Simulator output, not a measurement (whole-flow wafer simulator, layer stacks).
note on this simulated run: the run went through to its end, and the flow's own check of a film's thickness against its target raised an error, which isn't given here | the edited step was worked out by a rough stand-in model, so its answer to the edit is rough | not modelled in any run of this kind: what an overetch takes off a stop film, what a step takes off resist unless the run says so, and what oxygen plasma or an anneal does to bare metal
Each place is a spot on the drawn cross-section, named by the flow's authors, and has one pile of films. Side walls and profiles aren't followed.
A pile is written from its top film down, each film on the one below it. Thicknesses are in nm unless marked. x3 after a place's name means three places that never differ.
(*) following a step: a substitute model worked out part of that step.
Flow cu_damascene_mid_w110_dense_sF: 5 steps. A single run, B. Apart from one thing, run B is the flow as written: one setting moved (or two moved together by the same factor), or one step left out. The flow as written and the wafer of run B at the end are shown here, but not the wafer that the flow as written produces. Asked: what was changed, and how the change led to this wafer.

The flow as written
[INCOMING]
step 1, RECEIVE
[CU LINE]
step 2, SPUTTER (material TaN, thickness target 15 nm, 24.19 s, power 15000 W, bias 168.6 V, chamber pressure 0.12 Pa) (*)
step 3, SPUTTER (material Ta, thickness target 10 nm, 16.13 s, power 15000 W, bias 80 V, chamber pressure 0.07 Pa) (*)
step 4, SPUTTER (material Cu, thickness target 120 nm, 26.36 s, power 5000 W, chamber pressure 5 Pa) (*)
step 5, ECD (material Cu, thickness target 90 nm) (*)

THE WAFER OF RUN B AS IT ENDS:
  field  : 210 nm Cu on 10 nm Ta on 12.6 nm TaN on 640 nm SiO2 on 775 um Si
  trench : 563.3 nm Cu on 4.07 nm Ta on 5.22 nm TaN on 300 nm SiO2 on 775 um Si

What caused this: step 2, SPUTTER: power 12570 W was run, whereas the flow has power 15000 W.

The path from the change to this, step by step:
  step 2, SPUTTER (material TaN, thickness target 15 nm, 24.19 s, power 15000 W, bias 168.6 V, chamber pressure 0.12 Pa) (*)
      field: TaN gains 12.6 (new film) (as written it would have been: TaN gains 15 (new film))
      trench: TaN gains 5.22 (new film) (as written it would have been: TaN gains 6.23 (new film))
